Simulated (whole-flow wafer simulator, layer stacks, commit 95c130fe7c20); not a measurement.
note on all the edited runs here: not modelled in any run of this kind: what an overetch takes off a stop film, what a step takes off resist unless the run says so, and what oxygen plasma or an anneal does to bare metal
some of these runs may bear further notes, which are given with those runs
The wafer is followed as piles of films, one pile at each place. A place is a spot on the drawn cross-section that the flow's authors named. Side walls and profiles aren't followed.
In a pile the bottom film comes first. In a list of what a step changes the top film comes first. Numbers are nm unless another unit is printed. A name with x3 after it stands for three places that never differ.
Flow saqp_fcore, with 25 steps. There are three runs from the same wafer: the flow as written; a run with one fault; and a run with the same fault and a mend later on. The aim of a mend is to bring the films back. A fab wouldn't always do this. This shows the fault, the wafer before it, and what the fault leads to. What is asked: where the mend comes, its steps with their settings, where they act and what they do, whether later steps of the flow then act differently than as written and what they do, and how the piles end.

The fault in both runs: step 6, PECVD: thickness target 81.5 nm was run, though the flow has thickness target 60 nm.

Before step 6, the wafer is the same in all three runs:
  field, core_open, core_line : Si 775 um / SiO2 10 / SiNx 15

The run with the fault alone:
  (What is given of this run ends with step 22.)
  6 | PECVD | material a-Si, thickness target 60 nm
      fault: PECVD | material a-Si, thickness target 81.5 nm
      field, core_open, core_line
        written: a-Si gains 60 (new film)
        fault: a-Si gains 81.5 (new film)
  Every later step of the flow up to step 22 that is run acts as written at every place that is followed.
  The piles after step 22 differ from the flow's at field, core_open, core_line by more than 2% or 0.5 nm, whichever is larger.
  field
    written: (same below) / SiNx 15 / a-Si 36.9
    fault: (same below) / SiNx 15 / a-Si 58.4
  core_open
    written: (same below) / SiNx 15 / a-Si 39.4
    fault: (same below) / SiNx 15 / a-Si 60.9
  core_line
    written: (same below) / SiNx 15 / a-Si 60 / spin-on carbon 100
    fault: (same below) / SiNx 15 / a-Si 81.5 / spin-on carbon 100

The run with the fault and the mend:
  The mend follows step 7.
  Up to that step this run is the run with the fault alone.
  7a | ETCH | chemistry tmah, depth target 93.72 nm
      field, core_open, core_line
        a-Si loses 81.5 (all of it)
  7b | PECVD | material a-Si, thickness target 60 nm (the flow's step 6, run once more)
      field, core_open, core_line
        a-Si gains 60 (new film)
  Every later step of the flow that is run acts as written at every place that is followed.
  By the end, the piles equal the flow's at every place that both follow.
